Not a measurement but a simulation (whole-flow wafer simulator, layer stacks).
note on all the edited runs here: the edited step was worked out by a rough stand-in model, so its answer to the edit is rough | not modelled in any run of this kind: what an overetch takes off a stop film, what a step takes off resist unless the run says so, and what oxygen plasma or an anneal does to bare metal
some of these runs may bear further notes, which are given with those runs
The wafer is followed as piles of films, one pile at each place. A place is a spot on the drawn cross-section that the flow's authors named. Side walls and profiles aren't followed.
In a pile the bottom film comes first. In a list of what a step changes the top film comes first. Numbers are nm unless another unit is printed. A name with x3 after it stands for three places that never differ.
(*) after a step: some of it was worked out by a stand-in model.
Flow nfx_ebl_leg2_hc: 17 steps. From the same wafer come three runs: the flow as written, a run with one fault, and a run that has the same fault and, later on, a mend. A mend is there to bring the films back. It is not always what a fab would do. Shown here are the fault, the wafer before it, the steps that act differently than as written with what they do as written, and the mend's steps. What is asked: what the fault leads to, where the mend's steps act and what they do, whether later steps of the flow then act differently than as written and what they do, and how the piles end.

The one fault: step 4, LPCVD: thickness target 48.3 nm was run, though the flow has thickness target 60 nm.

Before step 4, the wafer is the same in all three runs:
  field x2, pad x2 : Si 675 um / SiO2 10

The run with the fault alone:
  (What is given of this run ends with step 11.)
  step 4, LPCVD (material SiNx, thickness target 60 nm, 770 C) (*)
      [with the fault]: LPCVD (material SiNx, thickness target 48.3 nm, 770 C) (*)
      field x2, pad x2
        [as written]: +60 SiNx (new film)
        [with the fault]: +48.3 SiNx (new film)
  Every later step of the flow up to step 11 that is run acts as written at every place that is followed.
  After step 11, at field x2, pad x2, the piles differ from the flow's by more than 2% or 0.5 nm, whichever is larger.
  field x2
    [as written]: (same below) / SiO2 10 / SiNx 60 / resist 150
    [with the fault]: (same below) / SiO2 10 / SiNx 48.3 / resist 150
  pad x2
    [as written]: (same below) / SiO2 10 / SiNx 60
    [with the fault]: (same below) / SiO2 10 / SiNx 48.3

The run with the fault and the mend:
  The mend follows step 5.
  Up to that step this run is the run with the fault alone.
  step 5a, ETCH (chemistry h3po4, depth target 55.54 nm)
      field x2, pad x2
        -48.3 SiNx (all of it)
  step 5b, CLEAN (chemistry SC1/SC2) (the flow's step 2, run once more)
      does not change any film at any place that is followed
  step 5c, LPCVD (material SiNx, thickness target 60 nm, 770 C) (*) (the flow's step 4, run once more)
      field x2, pad x2
        +60 SiNx (new film)
  Every later step of the flow that is run acts as written at every place that is followed.
  By the end, the piles equal the flow's at every place that both follow.
